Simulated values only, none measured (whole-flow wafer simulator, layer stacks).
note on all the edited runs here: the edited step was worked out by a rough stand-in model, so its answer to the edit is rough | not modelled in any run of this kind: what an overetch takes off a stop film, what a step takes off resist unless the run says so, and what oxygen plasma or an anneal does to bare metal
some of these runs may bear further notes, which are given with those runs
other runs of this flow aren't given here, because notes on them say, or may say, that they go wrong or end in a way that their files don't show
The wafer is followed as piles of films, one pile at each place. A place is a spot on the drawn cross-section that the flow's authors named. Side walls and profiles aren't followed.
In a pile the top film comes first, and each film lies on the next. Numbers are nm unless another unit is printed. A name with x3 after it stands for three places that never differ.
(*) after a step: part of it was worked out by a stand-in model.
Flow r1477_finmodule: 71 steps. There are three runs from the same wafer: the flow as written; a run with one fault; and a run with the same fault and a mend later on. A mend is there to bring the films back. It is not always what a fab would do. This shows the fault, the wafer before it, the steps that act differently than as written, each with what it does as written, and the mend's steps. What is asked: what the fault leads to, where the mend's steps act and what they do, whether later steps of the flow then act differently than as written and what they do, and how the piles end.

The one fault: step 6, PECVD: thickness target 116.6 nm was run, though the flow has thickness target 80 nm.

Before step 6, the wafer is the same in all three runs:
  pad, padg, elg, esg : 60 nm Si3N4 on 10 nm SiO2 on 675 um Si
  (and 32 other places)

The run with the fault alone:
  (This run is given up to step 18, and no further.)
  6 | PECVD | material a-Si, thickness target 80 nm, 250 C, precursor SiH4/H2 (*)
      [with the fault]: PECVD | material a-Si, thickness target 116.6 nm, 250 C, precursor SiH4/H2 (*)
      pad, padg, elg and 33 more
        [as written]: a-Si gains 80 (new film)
        [with the fault]: a-Si gains 116.6 (new film)
  Steps further on in the flow that do not act as written:
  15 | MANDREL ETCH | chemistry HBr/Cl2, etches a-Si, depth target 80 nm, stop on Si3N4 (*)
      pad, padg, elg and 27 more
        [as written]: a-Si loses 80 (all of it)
        [with the fault]: a-Si loses 80
  After step 18, at pad, padg, elg and 33 more, the piles differ from the flow's by more than 2% or 0.5 nm, whichever is larger.
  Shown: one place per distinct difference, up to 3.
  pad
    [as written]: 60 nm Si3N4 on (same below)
    [with the fault]: 36.6 nm a-Si on 60 nm Si3N4 on (same below)
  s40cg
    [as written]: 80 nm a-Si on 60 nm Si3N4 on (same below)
    [with the fault]: 116.6 nm a-Si on 60 nm Si3N4 on (same below)

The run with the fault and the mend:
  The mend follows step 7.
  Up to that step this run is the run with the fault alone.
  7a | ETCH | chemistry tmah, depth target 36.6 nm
      pad, padg, elg and 33 more
        a-Si loses 36.6
  None of the later steps of the flow acts differently than as written at any place that is followed.
  At every place that both follow, the piles at the end match the flow's.
